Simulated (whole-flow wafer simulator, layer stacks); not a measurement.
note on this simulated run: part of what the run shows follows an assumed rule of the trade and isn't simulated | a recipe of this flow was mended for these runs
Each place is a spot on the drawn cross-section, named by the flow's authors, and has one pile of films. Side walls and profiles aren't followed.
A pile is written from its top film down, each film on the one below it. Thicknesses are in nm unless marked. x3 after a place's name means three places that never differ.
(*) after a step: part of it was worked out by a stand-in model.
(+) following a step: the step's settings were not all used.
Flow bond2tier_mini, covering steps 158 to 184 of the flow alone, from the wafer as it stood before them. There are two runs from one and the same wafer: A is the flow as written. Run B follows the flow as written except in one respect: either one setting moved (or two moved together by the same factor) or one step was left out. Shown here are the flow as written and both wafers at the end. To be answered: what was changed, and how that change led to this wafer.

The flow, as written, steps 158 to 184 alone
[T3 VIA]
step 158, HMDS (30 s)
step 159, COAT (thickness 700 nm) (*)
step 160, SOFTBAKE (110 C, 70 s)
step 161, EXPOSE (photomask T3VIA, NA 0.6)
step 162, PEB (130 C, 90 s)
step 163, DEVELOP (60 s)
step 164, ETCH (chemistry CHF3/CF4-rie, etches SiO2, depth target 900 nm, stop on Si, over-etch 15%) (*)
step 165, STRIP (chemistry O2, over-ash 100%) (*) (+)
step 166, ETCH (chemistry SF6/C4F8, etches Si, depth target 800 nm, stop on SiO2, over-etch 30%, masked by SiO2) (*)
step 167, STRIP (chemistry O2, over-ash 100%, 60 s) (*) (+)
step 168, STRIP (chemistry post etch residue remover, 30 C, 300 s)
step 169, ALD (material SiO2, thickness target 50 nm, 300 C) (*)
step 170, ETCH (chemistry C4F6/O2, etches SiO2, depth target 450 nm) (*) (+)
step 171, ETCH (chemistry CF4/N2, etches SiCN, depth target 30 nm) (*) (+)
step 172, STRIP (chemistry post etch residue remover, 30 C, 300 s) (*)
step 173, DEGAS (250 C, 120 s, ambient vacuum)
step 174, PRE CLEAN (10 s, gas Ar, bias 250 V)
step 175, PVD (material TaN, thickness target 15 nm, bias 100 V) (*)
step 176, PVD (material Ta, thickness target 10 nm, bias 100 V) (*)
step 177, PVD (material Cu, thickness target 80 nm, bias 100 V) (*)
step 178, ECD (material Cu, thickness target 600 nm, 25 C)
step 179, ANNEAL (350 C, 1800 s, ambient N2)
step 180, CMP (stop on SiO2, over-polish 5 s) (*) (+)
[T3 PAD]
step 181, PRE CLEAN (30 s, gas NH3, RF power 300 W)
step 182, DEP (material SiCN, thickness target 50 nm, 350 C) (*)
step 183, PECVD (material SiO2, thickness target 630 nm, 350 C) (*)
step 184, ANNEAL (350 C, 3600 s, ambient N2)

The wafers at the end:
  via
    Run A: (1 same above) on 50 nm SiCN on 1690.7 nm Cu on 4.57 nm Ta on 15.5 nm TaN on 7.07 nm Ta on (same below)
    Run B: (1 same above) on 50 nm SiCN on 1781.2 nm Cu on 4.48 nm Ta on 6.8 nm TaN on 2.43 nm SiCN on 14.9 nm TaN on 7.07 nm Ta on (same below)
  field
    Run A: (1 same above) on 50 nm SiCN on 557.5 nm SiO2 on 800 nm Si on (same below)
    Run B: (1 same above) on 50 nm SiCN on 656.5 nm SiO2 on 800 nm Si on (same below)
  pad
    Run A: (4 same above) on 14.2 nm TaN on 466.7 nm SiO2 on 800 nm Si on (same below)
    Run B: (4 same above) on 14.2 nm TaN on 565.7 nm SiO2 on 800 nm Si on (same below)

The reason: step 170, ETCH: depth target 351 nm was run, while the flow as written has depth target 450 nm.

The path from the change to this, step by step:
  step 170, ETCH (chemistry C4F6/O2, etches SiO2, depth target 450 nm) (*) (+)
      field, pad: A SiO2 loses 450 | B SiO2 loses 351
      via: A SiO2 loses 348.1 (all of it), SiCN loses 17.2 | B SiO2 loses 348.1 (all of it), SiCN loses 0.48
  step 171, ETCH (chemistry CF4/N2, etches SiCN, depth target 30 nm) (*) (+)
      via: A SiCN loses 17.6 (all of it), TaN loses 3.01 | B SiCN loses 30
  step 174, PRE CLEAN (10 s, gas Ar, bias 250 V)
      via: A TaN loses 3.19 | B SiCN loses 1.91
  step 175, PVD (material TaN, thickness target 15 nm, bias 100 V) (*)
      via: A TaN gains 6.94 | B TaN gains 6.8 (new film)
  step 177, PVD (material Cu, thickness target 80 nm, bias 100 V) (*)
      via: A Cu gains 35 (new film) | B Cu gains 34.2 (new film)
  step 178, ECD (material Cu, thickness target 600 nm, 25 C)
      via: A Cu gains 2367 | B Cu gains 2458.3
If metal films that touch count as one body, via has 2 bodies (between them, from the top down: SiCN 2.43); the flow as written gives 1 body.
